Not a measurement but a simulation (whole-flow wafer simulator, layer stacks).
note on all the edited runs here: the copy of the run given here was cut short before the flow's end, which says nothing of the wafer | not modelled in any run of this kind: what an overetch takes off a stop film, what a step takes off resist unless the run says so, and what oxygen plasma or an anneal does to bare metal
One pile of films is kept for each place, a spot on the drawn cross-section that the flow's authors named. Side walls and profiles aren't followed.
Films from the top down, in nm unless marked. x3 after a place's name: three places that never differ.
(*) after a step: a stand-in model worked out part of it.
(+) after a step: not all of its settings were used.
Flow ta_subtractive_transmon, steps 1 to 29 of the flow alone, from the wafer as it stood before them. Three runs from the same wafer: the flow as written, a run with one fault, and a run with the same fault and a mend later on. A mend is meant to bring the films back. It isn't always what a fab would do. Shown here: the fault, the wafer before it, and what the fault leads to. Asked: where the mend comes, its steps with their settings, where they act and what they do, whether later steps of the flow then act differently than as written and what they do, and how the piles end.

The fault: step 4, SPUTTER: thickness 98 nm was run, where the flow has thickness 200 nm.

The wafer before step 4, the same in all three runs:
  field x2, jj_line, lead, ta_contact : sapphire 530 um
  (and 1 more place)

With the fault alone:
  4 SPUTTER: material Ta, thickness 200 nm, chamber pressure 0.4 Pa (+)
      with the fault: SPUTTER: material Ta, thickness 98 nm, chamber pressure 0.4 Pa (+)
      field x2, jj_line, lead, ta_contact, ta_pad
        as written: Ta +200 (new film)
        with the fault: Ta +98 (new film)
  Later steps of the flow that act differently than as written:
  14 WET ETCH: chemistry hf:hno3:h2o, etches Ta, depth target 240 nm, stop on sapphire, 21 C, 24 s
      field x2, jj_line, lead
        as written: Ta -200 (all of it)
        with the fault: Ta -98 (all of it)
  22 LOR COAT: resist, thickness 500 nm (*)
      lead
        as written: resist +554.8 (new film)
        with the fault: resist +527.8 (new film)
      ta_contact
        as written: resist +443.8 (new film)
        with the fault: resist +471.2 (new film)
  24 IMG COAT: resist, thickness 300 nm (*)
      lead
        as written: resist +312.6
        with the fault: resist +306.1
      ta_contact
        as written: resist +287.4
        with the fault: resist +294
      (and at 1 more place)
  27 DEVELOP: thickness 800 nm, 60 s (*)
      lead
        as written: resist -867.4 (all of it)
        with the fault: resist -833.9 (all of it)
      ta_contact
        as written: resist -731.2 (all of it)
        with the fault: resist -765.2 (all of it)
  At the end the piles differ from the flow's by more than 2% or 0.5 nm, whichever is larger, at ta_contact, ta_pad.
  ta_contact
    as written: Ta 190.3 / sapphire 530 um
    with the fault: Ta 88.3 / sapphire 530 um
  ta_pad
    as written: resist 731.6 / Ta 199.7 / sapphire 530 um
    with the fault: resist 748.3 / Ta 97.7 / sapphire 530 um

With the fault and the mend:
  The mend comes after step 5.
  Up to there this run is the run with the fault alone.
  5a SPUTTER: material Ta, thickness 102 nm, chamber pressure 0.4 Pa (+) (the flow's step 4 once more, with other settings)
      field x2, jj_line, lead, ta_contact, ta_pad
        Ta +102
  No later step of the flow acts differently than as written at any place that is followed.
  At the end the piles are the same as the flow's at every place that both follow.
